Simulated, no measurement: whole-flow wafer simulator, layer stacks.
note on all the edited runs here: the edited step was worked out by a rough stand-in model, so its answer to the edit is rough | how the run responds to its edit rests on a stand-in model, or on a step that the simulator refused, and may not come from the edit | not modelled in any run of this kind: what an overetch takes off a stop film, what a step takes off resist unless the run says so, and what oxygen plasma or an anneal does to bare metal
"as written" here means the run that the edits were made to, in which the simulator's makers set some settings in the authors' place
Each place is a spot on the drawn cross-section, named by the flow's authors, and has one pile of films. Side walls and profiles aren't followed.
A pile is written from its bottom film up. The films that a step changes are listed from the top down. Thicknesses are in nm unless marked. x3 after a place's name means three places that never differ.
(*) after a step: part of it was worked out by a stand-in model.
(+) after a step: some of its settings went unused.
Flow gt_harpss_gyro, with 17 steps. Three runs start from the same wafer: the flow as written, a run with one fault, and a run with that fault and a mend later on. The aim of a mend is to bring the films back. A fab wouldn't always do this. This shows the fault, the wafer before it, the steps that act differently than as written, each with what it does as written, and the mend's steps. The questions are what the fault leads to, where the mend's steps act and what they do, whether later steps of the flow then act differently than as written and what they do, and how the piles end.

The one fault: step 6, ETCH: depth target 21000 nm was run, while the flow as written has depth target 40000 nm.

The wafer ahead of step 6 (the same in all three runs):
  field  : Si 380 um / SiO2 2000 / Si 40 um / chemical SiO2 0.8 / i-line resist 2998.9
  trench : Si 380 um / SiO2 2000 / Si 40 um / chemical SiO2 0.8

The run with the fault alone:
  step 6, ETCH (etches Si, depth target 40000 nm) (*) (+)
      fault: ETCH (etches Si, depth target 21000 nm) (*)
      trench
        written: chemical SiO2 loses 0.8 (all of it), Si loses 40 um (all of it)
        fault: chemical SiO2 loses 0.8 (all of it), Si loses 21 um
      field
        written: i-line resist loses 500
        fault: i-line resist loses 262.5
  Later steps of the flow acting differently than as written (2 other steps are not shown; they differ only slightly, by no more than 2% or 0.5 nm, whichever is larger):
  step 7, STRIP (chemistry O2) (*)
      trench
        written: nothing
        fault: chemical SiO2 gains 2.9 (new film), Si loses 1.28
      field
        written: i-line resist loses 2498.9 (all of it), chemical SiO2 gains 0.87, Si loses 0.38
        fault: i-line resist loses 2736.4 (all of it), chemical SiO2 gains 0.9, Si loses 0.39
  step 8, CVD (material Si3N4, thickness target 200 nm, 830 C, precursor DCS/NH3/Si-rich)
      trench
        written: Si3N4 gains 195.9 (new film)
        fault: Si3N4 gains 200 (new film)
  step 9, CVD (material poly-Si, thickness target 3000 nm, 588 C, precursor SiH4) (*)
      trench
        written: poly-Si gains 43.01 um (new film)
        fault: poly-Si gains 24 um (new film)
  At trench, the piles at the end differ from the flow's by more than 2% or 0.5 nm, whichever is larger.
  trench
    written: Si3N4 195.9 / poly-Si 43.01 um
    fault: Si 19 um / chemical SiO2 2.9 / Si3N4 200 / poly-Si 24 um

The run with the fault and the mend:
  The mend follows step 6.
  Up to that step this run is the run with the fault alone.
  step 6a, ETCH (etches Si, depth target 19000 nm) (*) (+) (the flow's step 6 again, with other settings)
      field
        i-line resist loses 237.5
      trench
        Si loses 19 um (all of it)
  Later steps of the flow that are run all act as written at every place that is followed.
  The piles end the same as the flow's at every place that both follow.
